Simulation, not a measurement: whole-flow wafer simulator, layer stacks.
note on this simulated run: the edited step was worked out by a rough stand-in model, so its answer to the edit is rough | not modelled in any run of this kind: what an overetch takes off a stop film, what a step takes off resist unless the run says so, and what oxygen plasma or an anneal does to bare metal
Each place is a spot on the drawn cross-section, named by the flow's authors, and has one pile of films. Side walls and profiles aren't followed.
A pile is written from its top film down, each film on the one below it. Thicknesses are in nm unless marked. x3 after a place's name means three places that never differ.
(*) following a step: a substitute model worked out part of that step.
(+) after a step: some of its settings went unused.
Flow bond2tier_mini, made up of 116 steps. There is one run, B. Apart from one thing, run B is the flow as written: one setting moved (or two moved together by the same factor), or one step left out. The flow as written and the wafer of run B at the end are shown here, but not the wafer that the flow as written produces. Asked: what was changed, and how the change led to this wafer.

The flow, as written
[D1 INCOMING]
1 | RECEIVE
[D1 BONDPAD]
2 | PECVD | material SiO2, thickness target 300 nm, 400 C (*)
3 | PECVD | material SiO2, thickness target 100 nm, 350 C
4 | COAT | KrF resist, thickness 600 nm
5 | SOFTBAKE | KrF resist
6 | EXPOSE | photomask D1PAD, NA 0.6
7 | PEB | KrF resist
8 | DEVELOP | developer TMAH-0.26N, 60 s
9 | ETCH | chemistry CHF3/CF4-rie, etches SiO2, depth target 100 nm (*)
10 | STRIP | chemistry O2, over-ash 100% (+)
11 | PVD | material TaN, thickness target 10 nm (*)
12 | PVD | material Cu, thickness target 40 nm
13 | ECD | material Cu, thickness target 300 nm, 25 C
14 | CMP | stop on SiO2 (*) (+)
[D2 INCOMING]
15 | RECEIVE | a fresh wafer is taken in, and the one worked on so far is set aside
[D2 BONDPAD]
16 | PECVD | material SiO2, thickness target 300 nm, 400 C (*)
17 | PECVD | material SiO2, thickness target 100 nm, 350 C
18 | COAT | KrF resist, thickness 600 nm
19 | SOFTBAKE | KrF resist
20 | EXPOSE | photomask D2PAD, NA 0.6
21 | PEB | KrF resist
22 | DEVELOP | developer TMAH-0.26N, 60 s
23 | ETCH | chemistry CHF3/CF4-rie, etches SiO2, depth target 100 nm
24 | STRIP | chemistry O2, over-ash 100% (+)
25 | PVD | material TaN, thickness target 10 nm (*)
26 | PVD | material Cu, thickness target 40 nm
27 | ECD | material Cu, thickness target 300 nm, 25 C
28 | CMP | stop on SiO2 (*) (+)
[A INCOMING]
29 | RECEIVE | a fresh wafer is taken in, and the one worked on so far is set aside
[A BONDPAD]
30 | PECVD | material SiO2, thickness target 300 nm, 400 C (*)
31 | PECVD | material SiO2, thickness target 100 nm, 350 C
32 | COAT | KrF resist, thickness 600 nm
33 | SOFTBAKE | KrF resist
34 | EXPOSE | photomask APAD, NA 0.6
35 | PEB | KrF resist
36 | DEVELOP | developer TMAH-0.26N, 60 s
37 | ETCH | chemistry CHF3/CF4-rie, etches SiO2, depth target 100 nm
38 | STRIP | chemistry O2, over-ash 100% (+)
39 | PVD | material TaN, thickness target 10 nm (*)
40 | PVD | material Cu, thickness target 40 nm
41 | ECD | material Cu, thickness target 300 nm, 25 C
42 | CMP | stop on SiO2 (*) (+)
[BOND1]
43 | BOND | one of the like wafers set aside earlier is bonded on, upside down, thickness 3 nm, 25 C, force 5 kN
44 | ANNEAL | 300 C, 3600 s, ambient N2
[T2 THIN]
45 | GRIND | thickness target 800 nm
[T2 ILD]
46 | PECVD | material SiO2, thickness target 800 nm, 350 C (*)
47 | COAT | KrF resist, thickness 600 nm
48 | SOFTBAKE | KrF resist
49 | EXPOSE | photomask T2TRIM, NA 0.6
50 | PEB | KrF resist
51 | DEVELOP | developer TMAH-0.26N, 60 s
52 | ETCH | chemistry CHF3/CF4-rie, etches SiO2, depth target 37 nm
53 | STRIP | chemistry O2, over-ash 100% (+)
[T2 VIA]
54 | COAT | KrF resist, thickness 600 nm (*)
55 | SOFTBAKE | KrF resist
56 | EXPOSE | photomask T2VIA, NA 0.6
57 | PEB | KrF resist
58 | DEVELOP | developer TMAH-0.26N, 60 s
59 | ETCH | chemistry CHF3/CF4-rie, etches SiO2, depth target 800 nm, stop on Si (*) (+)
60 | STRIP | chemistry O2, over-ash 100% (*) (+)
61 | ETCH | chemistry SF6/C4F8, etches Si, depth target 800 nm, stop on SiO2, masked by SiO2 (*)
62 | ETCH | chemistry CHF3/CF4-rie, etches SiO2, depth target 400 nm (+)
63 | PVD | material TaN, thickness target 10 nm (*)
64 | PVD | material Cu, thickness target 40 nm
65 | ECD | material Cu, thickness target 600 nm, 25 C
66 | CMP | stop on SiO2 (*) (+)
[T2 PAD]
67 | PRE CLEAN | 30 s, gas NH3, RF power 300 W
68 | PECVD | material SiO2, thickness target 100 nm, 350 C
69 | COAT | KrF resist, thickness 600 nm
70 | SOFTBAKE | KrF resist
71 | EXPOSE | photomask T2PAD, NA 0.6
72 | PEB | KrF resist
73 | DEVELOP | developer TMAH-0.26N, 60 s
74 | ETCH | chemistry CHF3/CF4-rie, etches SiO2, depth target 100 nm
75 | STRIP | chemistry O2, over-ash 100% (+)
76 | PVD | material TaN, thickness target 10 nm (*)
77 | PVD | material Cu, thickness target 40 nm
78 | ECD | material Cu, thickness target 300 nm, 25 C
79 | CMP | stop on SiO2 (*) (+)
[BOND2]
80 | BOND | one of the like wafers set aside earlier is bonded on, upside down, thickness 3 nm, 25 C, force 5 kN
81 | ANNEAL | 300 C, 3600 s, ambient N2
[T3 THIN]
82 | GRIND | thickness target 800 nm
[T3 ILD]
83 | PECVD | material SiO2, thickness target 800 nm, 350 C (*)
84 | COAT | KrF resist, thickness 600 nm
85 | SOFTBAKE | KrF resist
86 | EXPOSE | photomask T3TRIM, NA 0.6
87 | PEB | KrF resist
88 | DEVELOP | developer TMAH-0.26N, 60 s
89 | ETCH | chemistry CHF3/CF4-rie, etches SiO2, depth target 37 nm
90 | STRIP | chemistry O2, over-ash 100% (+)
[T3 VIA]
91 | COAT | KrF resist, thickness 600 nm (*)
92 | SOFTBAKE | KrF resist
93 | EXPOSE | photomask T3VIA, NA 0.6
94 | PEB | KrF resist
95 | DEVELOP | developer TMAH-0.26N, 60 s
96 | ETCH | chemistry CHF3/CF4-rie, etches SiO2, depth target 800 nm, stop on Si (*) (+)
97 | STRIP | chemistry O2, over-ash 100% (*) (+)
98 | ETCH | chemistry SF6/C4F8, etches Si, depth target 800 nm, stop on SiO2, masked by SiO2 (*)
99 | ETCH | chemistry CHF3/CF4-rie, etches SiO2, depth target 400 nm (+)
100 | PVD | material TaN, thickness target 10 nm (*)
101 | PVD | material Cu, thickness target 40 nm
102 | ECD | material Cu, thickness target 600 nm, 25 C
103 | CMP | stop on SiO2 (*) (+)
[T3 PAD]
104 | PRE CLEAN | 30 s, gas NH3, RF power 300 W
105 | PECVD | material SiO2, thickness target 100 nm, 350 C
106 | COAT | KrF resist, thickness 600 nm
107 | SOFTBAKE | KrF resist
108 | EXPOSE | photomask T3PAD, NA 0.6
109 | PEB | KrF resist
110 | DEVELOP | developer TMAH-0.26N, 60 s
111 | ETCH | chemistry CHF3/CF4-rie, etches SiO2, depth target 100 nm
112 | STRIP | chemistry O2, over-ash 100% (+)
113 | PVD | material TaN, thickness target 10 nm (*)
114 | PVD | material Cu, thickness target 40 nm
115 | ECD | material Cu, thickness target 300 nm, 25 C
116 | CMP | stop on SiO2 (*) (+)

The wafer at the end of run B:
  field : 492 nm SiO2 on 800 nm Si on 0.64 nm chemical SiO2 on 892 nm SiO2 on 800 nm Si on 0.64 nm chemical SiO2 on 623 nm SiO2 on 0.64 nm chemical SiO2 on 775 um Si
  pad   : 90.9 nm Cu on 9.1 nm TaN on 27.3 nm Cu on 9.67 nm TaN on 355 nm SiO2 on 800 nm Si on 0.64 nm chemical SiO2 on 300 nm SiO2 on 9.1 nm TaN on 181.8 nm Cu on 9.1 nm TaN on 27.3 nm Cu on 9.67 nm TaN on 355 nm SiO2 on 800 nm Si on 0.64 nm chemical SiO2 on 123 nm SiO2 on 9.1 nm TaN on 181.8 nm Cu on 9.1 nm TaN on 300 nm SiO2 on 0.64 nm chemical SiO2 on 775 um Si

What caused this: step 2, PECVD: thickness target 123 nm was run, though the flow has thickness target 300 nm.
The wafer lets one read it off: pad has SiO2 123, and step 2 as written asks for 300 nm.

Step by step, how the change led to this:
  2 | PECVD | material SiO2, thickness target 300 nm, 400 C (*)
      field, pad, via: +123 SiO2 (new film) (it would be, as written: +300 SiO2 (new film))
  43 | BOND | one of the like wafers set aside earlier is bonded on, upside down, thickness 3 nm, 25 C, force 5 kN
      field: +775 um Si (new film), +0.64 chemical SiO2 (new film), +223 SiO2 (it would be, as written: +775 um Si (new film), +0.64 chemical SiO2 (new film), +400 SiO2)
      pad: +775 um Si (new film), +0.64 chemical SiO2 (new film), +123 SiO2 (new film), +9.1 TaN (new film), +90.9 Cu (it would be, as written: +775 um Si (new film), +0.64 chemical SiO2 (new film), +300 SiO2 (new film), +9.1 TaN (new film), +90.9 Cu)
      (and at 1 other place as well)
